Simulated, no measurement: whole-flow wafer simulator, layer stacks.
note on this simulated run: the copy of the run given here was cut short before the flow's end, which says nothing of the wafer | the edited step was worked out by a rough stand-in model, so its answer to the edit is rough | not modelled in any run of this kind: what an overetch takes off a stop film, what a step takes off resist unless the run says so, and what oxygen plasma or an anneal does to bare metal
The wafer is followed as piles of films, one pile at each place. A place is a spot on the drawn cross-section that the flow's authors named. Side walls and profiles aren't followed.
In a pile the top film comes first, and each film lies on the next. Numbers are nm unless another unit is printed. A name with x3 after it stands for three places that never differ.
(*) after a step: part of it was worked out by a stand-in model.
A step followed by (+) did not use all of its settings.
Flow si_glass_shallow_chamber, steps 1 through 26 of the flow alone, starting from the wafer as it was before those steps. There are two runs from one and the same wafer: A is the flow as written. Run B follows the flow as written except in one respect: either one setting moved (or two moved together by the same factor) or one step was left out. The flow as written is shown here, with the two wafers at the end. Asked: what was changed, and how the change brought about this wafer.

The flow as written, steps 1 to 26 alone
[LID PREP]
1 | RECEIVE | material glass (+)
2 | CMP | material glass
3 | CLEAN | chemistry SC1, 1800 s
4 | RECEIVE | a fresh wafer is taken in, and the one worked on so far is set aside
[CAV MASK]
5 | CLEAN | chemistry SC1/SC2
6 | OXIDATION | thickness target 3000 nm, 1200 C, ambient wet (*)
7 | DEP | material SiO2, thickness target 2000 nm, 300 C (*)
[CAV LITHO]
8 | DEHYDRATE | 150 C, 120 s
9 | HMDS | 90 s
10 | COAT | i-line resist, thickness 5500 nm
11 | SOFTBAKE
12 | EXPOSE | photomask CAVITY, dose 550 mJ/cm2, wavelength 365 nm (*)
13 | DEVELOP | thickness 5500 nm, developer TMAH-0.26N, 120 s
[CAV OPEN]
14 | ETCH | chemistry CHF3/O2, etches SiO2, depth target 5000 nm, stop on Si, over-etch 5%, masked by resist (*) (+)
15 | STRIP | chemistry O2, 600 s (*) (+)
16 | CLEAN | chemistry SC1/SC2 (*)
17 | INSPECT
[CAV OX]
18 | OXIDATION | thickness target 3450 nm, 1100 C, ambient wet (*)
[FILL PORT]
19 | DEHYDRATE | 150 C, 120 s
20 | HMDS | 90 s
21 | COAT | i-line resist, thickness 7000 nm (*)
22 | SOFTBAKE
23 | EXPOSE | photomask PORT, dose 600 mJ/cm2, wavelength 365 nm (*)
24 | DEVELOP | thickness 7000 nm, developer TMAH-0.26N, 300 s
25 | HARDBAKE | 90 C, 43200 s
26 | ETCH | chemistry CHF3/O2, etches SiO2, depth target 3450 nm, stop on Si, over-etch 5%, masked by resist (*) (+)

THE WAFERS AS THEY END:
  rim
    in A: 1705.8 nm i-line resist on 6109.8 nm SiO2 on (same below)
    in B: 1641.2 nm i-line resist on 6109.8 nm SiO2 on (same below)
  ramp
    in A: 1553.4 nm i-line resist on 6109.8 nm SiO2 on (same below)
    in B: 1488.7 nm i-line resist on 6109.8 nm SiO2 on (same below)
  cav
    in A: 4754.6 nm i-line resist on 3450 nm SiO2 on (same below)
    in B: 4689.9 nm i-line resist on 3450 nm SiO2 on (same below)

Cause: step 26, ETCH: over-etch 7.25% was run, whereas the flow has over-etch 5%.

The path from the change to this, step by step:
  26 | ETCH | chemistry CHF3/O2, etches SiO2, depth target 3450 nm, stop on Si, over-etch 5%, masked by resist (*) (+)
      rim, ramp, cav, ring: A -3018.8 i-line resist | B -3083.4 i-line resist
      port: A -3450 SiO2 (all of it), -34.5 Si | B -3450 SiO2 (all of it), -50 Si
      (also at 1 further place)
